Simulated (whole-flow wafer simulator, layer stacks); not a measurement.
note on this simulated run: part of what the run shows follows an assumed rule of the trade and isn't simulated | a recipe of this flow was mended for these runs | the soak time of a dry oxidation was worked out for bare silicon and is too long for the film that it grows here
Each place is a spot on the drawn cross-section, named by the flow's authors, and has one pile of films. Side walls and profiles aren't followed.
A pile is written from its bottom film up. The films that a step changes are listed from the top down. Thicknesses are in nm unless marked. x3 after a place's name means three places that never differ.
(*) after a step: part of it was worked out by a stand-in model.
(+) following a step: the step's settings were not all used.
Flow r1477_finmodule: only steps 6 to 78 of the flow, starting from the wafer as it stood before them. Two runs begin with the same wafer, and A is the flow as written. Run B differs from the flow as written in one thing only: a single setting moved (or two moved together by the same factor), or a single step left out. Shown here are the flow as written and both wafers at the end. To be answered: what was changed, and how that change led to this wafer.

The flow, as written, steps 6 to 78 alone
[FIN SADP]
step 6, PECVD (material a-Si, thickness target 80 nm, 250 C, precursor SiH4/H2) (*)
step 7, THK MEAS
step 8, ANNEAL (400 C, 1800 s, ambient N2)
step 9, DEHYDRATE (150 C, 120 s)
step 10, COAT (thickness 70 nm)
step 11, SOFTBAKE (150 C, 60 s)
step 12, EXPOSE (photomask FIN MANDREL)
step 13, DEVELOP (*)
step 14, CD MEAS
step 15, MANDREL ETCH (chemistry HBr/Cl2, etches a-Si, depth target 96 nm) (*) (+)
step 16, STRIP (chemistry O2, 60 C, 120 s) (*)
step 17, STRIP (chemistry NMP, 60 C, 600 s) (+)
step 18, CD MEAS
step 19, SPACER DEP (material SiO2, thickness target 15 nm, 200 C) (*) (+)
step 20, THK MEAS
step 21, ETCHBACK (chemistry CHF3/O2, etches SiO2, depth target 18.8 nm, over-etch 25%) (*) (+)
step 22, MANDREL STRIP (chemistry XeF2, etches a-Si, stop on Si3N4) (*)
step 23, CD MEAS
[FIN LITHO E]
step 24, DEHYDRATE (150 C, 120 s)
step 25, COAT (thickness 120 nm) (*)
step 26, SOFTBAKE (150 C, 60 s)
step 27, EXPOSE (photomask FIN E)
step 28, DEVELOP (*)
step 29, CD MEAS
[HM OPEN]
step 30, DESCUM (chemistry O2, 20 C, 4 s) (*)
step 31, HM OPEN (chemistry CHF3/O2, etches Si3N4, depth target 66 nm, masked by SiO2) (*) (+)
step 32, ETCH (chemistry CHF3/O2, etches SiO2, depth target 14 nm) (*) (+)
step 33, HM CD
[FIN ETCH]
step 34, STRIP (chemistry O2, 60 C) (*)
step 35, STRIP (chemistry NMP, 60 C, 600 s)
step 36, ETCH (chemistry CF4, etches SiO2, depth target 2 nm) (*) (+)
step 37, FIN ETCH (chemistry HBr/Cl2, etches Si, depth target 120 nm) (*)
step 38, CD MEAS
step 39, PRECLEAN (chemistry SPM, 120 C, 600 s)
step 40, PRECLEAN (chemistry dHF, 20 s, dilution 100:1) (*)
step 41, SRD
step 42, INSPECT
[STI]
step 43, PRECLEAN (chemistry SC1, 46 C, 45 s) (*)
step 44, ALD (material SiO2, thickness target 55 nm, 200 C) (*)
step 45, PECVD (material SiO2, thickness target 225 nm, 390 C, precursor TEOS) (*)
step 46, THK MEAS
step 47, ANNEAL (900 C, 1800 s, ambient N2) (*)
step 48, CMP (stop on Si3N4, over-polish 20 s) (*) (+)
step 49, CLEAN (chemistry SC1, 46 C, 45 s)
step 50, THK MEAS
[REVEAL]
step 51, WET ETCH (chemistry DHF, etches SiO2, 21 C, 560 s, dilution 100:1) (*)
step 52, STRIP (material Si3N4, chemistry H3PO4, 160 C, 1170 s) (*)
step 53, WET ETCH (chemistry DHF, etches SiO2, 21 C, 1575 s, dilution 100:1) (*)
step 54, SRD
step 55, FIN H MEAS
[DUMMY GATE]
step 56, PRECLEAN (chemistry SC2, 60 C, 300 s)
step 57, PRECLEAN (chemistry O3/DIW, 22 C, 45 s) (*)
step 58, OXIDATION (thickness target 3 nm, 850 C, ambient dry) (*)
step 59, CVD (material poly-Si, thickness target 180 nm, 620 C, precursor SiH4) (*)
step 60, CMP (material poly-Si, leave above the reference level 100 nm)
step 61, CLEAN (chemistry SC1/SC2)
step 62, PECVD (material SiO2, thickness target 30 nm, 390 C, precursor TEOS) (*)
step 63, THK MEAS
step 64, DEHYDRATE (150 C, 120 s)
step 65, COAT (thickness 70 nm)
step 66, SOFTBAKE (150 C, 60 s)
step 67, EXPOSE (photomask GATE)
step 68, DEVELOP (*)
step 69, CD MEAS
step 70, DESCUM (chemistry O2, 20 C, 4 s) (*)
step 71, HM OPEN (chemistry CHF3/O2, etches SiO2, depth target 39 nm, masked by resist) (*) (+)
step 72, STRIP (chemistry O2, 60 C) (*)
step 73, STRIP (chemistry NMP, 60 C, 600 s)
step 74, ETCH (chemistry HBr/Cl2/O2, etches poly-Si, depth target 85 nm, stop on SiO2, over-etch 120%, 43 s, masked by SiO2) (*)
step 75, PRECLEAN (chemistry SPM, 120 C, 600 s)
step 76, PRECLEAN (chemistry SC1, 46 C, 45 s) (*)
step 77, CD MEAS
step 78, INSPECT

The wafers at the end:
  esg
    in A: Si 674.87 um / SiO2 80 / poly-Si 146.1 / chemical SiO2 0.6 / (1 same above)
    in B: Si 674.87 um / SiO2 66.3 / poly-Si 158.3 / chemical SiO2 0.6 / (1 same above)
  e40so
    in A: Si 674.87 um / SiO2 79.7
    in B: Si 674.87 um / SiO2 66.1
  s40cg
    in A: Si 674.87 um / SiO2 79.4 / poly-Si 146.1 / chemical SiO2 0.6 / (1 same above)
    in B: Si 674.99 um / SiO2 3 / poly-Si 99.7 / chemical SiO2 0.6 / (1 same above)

Cause: step 21, ETCHBACK: depth target 10.3 nm was run, though the flow has depth target 18.8 nm.

Step by step, how the change led to this:
  step 21, ETCHBACK (chemistry CHF3/O2, etches SiO2, depth target 18.8 nm, over-etch 25%) (*) (+)
      pad, padg, elg x4 and 18 more: A -15 SiO2 (all of it), -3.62 Si3N4 | B -10.3 SiO2
      s40cg, s45cg, s50cg, s40co, s45co, s50co: A -15 SiO2 (all of it), -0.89 chemical SiO2 (all of it), -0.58 a-Si | B -10.3 SiO2
  step 22, MANDREL STRIP (chemistry XeF2, etches a-Si, stop on Si3N4) (*)
      s40cg, s45cg, s50cg, s40co, s45co, s50co: A -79 a-Si (all of it) | B nothing
  step 25, COAT (thickness 120 nm) (*)
      s40cg, s40co: A +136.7 e-beam-resist (new film) | B +68.1 e-beam-resist (new film)
      s40sg, s40so: A +142.6 e-beam-resist (new film) | B +150.8 e-beam-resist (new film)
      (also at 14 further places)
  step 28, DEVELOP (*)
      s40cg, s40co: A -136.7 e-beam-resist (all of it) | B -68.1 e-beam-resist (all of it)
      s40sg, s40so: A -142.6 e-beam-resist (all of it) | B -150.8 e-beam-resist (all of it)
      (also at 14 further places)
  step 31, HM OPEN (chemistry CHF3/O2, etches Si3N4, depth target 66 nm, masked by SiO2) (*) (+)
      pad, padg, esg and 13 more: A -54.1 Si3N4 (all of it), -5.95 SiO2 | B -4.73 SiO2 (all of it), -56.5 Si3N4
      s40cg, s45cg, s50cg, s40co, s45co, s50co: A -60 Si3N4 (all of it), -3 SiO2 | B -4.75 SiO2 (all of it), -0.89 chemical SiO2 (all of it), -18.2 a-Si
      (also at 6 further places)
  step 32, ETCH (chemistry CHF3/O2, etches SiO2, depth target 14 nm) (*) (+)
      pad, padg, esg and 13 more: A -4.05 SiO2 (all of it), -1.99 Si | B -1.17 Si3N4 (all of it), -10 SiO2 (all of it), -0.55 Si
      s40cg, s45cg, s50cg, s40co, s45co, s50co: A -7 SiO2 (all of it), -1.4 Si | B -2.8 a-Si
      (also at 6 further places)
  step 34, STRIP (chemistry O2, 60 C) (*)
      s40cg, s45cg, s50cg, s40co, s45co, s50co: A +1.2 chemical SiO2 (new film), -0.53 Si | B +1.2 chemical SiO2 (new film), -0.53 a-Si
  step 36, ETCH (chemistry CF4, etches SiO2, depth target 2 nm) (*) (+)
      elg x4, elo x4: A -2.5 Si3N4 | B -2 SiO2
      s40cg, s45cg, s50cg, s40co, s45co, s50co: A -1.2 chemical SiO2 (all of it), -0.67 Si | B -1.2 chemical SiO2 (all of it), -0.67 a-Si
      (also at 6 further places)
  step 37, FIN ETCH (chemistry HBr/Cl2, etches Si, depth target 120 nm) (*)
      elg x4, elo x4: A -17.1 Si3N4 | B -2.73 SiO2 (all of it), -12.1 Si3N4
      s40cg, s45cg, s50cg, s40co, s45co, s50co: A -120 Si | B -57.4 a-Si (all of it), -8.95 Si3N4
      (also at 6 further places)
  step 39, PRECLEAN (chemistry SPM, 120 C, 600 s)
      s40cg, s45cg, s50cg, s40co, s45co, s50co: A +0.8 chemical SiO2 (new film), -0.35 Si | B nothing
  step 40, PRECLEAN (chemistry dHF, 20 s, dilution 100:1) (*)
      s40cg, s45cg, s50cg, s40co, s45co, s50co: A -0.8 chemical SiO2 (all of it) | B -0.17 Si3N4
      s40sg_line, s45sg_line, s50sg_line, s40so_line, s45so_line, s50so_line: A -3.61 SiO2 | B -0.87 SiO2
  step 43, PRECLEAN (chemistry SC1, 46 C, 45 s) (*)
      s40cg, s45cg, s50cg, s40co, s45co, s50co: A +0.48 chemical SiO2 (new film), -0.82 Si | B nothing
  step 44, ALD (material SiO2, thickness target 55 nm, 200 C) (*)
      esg, e40sg, e100sg, e200sg, eso, e40so, e100so, e200so: A +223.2 SiO2 (new film) | B +233 SiO2 (new film)
      s40cg, s45cg, s50cg, s40co, s45co, s50co: A +263.2 SiO2 (new film) | B +55 SiO2 (new film)
      (also at 6 further places)
  step 48, CMP (stop on Si3N4, over-polish 20 s) (*) (+)
      elg x4, elo x4: A -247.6 SiO2 | B -269.9 SiO2 (all of it), -1.12 Si3N4
      s40cg, s45cg, s50cg, s40co, s45co, s50co: A -288.1 SiO2 | B -269.9 SiO2 (all of it), -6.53 Si3N4
      (also at 16 further places)
  step 51, WET ETCH (chemistry DHF, etches SiO2, 21 C, 560 s, dilution 100:1) (*)
      elg x4, elo x4: A -22.3 SiO2 (all of it), -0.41 Si3N4 | B -1.52 Si3N4
      s40cg, s45cg, s50cg, s40co, s45co, s50co: A -28.1 SiO2 | B -1.52 Si3N4
  step 52, STRIP (material Si3N4, chemistry H3PO4, 160 C, 1170 s) (*)
      s40cg, s45cg, s50cg, s40co, s45co, s50co: A -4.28 SiO2 | B -42.8 Si3N4 (all of it), -1.87 SiO2
      elg x4, elo x4: A -33.9 Si3N4 (all of it), -2.15 SiO2 | B -42.8 Si3N4 (all of it), -1.87 SiO2
  ... 5 further steps ...
  step 74, ETCH (chemistry HBr/Cl2/O2, etches poly-Si, depth target 85 nm, stop on SiO2, over-etch 120%, 43 s, masked by SiO2) (*)
      e40so, e100so, e200so, s40so, s45so, s50so: A -1.12 chemical SiO2 (all of it), -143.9 poly-Si (all of it), -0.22 SiO2 | B -1.12 chemical SiO2 (all of it), -156.1 poly-Si (all of it), -0.15 SiO2
      s40co, s45co, s50co: A -1.12 chemical SiO2 (all of it), -143.9 poly-Si (all of it), -0.22 SiO2 | B -1.12 chemical SiO2 (all of it), -97.6 poly-Si (all of it), -0.45 SiO2
      (also at 2 further places)
